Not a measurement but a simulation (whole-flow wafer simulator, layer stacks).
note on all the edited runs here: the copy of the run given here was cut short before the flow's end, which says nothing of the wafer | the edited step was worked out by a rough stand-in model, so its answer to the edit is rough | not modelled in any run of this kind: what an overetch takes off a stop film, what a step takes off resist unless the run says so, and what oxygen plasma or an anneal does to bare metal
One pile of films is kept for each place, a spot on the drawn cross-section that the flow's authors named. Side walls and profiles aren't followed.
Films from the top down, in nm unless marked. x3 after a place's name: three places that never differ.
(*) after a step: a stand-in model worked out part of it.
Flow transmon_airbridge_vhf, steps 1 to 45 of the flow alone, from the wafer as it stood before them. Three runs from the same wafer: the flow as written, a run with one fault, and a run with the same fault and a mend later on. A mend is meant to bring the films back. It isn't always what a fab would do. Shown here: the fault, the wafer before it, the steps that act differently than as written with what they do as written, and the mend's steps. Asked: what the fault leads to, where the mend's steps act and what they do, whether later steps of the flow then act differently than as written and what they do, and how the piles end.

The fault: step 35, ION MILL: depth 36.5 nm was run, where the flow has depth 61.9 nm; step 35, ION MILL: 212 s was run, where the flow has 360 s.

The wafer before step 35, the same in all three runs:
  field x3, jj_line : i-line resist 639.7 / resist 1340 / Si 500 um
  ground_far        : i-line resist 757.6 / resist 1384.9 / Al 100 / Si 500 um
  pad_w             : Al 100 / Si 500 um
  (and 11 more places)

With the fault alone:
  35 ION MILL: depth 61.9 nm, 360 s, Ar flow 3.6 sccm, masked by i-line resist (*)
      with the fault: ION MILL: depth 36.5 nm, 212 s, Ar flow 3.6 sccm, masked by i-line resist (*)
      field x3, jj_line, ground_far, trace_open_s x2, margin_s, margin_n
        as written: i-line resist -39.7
        with the fault: i-line resist -23.4
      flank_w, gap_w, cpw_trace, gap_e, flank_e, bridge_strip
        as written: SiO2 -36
        with the fault: SiO2 -21.2
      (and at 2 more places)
  Later steps of the flow that act differently than as written (3 more steps differ only slightly, by at most 2% or 0.5 nm, whichever is larger, and aren't shown):
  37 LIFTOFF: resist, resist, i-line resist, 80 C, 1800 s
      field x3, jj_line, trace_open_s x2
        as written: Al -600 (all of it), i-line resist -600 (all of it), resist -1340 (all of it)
        with the fault: Al -600 (all of it), i-line resist -616.3 (all of it), resist -1340 (all of it)
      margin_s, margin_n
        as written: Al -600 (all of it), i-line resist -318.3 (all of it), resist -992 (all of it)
        with the fault: Al -600 (all of it), i-line resist -334.6 (all of it), resist -992 (all of it)
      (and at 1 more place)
  At the end the piles differ from the flow's by more than 2% or 0.5 nm, whichever is larger, at pad_w, pad_e.
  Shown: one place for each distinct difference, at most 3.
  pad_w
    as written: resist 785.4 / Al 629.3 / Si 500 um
    with the fault: resist 781.3 / Al 654.9 / Si 500 um

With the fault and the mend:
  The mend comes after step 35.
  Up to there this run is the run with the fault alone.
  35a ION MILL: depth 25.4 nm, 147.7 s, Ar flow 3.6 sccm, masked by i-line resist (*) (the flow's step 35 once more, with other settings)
      field x3, jj_line, ground_far, trace_open_s x2, margin_s, margin_n
        i-line resist -16.3
      flank_w, gap_w, cpw_trace, gap_e, flank_e, bridge_strip
        SiO2 -14.8
      pad_w, pad_e
        Al -25.4
  No later step of the flow acts differently than as written at any place that is followed.
  At the end the piles differ from the flow's only slightly at the places that both follow, by at most 2% or 0.5 nm, whichever is larger.
